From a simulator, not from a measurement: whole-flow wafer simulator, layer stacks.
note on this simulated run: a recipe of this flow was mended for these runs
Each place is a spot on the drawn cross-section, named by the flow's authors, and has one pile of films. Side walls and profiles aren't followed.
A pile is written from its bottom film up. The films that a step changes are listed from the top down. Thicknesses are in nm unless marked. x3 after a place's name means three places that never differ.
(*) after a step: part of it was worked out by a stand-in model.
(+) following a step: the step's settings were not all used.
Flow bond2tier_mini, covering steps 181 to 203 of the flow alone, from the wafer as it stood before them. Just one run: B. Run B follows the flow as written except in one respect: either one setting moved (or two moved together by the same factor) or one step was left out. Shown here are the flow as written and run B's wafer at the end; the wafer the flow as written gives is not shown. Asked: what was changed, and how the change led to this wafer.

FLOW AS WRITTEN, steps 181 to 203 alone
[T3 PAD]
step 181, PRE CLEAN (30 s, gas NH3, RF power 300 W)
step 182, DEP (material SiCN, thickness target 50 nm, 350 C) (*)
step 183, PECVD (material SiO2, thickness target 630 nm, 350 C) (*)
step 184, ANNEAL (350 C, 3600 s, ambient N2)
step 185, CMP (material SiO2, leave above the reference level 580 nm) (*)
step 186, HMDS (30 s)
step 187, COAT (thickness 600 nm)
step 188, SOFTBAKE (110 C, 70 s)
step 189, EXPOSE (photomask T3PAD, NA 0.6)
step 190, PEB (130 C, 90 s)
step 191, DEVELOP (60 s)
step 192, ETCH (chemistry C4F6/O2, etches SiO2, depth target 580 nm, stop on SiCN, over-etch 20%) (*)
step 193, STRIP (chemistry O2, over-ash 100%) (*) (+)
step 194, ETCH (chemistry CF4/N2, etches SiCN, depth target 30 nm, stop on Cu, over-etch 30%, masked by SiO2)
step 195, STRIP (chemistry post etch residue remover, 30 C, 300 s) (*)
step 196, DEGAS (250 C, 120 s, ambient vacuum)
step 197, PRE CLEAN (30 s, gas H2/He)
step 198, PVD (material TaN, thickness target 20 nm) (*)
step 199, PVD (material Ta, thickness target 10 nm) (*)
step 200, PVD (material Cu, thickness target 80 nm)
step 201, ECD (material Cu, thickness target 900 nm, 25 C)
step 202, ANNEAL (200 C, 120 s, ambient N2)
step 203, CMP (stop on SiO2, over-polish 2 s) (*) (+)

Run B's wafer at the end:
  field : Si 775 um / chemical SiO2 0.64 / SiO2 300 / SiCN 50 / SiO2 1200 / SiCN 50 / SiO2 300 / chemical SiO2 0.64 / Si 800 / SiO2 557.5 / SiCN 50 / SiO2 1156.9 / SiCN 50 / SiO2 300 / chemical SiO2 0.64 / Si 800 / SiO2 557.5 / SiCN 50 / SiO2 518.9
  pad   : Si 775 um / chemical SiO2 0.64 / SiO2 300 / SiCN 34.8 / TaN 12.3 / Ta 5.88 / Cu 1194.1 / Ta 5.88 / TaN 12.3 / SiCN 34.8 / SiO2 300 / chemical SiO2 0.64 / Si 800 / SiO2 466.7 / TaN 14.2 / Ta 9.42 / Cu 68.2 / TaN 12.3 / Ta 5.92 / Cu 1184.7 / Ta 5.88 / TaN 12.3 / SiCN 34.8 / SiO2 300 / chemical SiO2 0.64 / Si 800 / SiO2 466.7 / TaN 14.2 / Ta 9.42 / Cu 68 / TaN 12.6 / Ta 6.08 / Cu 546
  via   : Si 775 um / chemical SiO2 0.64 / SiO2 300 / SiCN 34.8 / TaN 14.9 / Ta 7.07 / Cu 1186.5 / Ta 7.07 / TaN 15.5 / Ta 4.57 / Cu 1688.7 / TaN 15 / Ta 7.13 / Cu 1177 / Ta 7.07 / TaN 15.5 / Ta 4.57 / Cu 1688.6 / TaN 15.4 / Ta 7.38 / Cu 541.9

Cause: step 183, PECVD: thickness target 539.3 nm was run, while the flow as written has thickness target 630 nm.

How this came from the change, step by step:
  step 183, PECVD (material SiO2, thickness target 630 nm, 350 C) (*)
      field, pad, via: SiO2 gains 539.3 (new film) (it would be, as written: SiO2 gains 630 (new film))
  step 185, CMP (material SiO2, leave above the reference level 580 nm) (*)
      pad, via: nothing (it would be, as written: SiO2 loses 50)
      field: nothing (it would be, as written: SiO2 loses 47.1)
  step 192, ETCH (chemistry C4F6/O2, etches SiO2, depth target 580 nm, stop on SiCN, over-etch 20%) (*)
      pad, via: SiO2 loses 539.3 (all of it), SiCN loses 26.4 (it would be, as written: SiO2 loses 580 (all of it), SiCN loses 19.6)
      field: thick-KrF-resist loses 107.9 (it would be, as written: thick-KrF-resist loses 116)
  step 193, STRIP (chemistry O2, over-ash 100%) (*) (+)
      field: thick-KrF-resist loses 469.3 (all of it) (it would be, as written: thick-KrF-resist loses 459.9 (all of it))
  step 194, ETCH (chemistry CF4/N2, etches SiCN, depth target 30 nm, stop on Cu, over-etch 30%, masked by SiO2)
      pad, via: SiCN loses 23.6 (all of it), Cu loses 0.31 (it would be, as written: SiCN loses 30.4 (all of it), Cu loses 0.17)
      field: SiO2 loses 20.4 (it would be, as written: SiO2 loses 26)
  step 200, PVD (material Cu, thickness target 80 nm)
      pad: Cu gains 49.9 (new film) (it would be, as written: Cu gains 48.7 (new film))
      via: Cu gains 61.3 (new film) (it would be, as written: Cu gains 59.4 (new film))
  step 201, ECD (material Cu, thickness target 900 nm, 25 C)
      pad: Cu gains 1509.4 (it would be, as written: Cu gains 1549)
      via: Cu gains 1494 (it would be, as written: Cu gains 1534.4)
